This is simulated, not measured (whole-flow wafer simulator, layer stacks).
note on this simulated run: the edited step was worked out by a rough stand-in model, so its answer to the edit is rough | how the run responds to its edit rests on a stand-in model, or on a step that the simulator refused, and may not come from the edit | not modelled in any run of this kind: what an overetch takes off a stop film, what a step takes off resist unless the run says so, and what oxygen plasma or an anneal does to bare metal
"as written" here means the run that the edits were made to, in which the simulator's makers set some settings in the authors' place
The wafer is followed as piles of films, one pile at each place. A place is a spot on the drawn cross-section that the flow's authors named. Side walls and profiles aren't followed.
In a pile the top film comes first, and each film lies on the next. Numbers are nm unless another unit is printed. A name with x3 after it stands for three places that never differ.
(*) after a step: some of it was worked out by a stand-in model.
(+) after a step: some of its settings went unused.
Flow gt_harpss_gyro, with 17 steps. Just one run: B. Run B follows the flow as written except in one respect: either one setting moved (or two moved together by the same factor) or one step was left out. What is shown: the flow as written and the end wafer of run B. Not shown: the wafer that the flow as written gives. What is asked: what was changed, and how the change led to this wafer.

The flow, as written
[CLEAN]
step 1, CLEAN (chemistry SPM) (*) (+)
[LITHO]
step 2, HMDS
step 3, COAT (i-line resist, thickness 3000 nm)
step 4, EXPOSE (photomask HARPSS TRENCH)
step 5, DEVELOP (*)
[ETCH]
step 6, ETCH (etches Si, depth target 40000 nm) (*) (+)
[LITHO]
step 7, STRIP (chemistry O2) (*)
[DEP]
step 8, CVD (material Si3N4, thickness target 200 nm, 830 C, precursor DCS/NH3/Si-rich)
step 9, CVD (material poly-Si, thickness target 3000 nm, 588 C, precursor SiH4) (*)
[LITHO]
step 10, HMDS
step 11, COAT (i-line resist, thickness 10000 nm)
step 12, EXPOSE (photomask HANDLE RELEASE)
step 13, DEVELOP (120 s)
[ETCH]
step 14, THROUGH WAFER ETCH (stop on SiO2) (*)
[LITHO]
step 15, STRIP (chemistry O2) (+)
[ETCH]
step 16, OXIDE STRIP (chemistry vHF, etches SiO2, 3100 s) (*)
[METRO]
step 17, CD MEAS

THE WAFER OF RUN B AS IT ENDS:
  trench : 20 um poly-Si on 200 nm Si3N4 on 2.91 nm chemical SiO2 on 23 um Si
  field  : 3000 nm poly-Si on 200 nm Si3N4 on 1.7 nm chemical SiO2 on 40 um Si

Cause: step 6, ETCH: depth target 17000 nm was run, whereas the flow has depth target 40000 nm.

How this came from the change, step by step:
  step 6, ETCH (etches Si, depth target 40000 nm) (*) (+)
      trench: chemical SiO2 loses 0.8 (all of it), Si loses 17 um (it would be, as written: chemical SiO2 loses 0.8 (all of it), Si loses 40 um (all of it))
      field: i-line resist loses 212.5 (it would be, as written: i-line resist loses 500)
  step 7, STRIP (chemistry O2) (*)
      trench: chemical SiO2 gains 2.91 (new film), Si loses 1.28 (it would be, as written: nothing)
      field: i-line resist loses 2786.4 (all of it), chemical SiO2 gains 0.9, Si loses 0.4 (it would be, as written: i-line resist loses 2498.9 (all of it), chemical SiO2 gains 0.87, Si loses 0.38)
  step 8, CVD (material Si3N4, thickness target 200 nm, 830 C, precursor DCS/NH3/Si-rich)
      trench: Si3N4 gains 200 (new film) (it would be, as written: Si3N4 gains 195.9 (new film))
  step 9, CVD (material poly-Si, thickness target 3000 nm, 588 C, precursor SiH4) (*)
      trench: poly-Si gains 20 um (new film) (it would be, as written: poly-Si gains 43.01 um (new film))
